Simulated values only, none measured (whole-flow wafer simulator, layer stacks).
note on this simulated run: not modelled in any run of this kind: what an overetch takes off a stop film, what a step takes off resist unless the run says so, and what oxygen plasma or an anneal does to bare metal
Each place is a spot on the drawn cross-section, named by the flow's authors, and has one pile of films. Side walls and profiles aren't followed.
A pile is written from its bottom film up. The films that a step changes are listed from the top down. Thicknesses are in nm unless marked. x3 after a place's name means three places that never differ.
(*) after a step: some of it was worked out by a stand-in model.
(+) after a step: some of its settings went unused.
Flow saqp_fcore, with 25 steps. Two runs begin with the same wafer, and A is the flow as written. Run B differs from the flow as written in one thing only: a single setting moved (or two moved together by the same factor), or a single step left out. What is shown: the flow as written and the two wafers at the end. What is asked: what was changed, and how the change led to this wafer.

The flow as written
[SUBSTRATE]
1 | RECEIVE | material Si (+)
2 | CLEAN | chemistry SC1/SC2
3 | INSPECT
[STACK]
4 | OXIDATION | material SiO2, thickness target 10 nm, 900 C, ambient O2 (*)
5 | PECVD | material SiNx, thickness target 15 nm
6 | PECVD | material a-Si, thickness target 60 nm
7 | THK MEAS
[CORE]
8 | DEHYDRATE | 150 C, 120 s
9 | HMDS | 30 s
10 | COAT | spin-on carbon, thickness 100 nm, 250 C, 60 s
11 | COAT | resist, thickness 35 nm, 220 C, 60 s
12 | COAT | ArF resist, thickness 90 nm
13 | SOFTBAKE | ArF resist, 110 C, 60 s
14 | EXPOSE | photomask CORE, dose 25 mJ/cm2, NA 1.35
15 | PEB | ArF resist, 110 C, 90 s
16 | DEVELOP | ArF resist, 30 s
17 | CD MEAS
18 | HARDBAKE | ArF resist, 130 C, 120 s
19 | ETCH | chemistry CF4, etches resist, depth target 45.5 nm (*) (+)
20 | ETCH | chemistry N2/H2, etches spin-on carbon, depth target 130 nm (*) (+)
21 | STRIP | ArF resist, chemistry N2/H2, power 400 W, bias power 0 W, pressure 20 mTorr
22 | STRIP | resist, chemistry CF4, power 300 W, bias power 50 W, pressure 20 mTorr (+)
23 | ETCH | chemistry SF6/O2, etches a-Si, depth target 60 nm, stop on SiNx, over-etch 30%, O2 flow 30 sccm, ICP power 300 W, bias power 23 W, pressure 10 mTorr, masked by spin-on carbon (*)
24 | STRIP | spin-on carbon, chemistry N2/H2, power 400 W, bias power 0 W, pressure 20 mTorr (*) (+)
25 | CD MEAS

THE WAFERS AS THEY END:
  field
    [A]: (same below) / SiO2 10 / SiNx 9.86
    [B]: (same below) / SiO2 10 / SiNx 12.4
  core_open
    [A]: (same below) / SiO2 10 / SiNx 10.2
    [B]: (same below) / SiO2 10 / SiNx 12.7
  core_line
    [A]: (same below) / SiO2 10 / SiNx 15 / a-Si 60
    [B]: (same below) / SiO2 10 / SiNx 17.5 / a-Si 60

What caused this: step 5, PECVD: thickness target 17.5 nm was run, though the flow has thickness target 15 nm.
The wafer itself shows it: core_line has SiNx 17.5, and step 5 as written asks for 15 nm.

How this came from the change, step by step:
  5 | PECVD | material SiNx, thickness target 15 nm
      field, core_open, core_line: A +15 SiNx (new film) | B +17.5 SiNx (new film)
